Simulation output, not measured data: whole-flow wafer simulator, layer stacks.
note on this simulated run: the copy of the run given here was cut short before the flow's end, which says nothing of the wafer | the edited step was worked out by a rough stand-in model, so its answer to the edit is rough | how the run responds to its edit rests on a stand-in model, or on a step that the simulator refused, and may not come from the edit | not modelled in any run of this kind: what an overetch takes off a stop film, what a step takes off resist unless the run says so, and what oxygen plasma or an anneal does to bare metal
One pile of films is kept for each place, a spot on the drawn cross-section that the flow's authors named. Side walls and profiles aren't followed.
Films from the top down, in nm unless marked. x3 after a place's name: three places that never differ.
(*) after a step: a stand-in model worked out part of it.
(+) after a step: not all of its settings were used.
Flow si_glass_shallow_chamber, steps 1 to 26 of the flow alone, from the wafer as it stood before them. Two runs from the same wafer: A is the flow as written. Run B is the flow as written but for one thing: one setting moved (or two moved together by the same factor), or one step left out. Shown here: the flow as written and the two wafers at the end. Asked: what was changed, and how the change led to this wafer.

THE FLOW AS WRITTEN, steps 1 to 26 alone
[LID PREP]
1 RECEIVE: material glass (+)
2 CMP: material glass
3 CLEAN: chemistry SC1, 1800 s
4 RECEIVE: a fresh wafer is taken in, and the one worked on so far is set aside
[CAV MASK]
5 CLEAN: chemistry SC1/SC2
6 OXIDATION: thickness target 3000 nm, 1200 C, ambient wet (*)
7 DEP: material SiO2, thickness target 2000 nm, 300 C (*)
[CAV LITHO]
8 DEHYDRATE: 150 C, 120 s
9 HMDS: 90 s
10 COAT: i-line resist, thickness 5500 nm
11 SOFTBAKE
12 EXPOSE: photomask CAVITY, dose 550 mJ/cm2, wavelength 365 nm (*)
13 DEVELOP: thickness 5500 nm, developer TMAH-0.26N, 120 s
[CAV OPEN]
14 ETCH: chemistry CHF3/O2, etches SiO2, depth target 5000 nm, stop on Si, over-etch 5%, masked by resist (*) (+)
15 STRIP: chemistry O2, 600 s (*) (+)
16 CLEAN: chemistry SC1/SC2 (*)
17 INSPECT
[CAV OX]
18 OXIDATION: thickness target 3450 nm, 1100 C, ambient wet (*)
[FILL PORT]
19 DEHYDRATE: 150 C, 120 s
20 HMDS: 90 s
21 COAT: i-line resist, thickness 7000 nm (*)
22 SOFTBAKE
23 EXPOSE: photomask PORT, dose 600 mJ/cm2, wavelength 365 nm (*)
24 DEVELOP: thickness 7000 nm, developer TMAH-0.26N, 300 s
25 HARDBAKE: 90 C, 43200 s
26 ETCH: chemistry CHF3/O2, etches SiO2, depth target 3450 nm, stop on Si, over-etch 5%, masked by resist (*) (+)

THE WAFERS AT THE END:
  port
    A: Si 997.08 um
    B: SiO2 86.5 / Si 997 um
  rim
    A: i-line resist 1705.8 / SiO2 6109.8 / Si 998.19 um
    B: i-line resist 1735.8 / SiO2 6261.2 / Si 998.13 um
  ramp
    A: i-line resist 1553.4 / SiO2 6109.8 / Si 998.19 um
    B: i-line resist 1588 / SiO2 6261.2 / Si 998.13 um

The cause: step 18, OXIDATION: thickness target 3709 nm was run, where the flow has thickness target 3450 nm.

How the change led to this, step by step:
  18 OXIDATION: thickness target 3450 nm, 1100 C, ambient wet (*)
      rim, ramp, septum, ring: A SiO2 +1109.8, Si -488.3 | B SiO2 +1261.2, Si -554.9
      cav, port: A SiO2 +3450 (new film), chemical SiO2 -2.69 (all of it), Si -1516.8 | B SiO2 +3709 (new film), chemical SiO2 -2.69 (all of it), Si -1630.8
  25 HARDBAKE: 90 C, 43200 s
      ramp: A i-line resist -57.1 | B i-line resist -58.3
  26 ETCH: chemistry CHF3/O2, etches SiO2, depth target 3450 nm, stop on Si, over-etch 5%, masked by resist (*) (+)
      port: A SiO2 -3450 (all of it), Si -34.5 | B SiO2 -3622.5
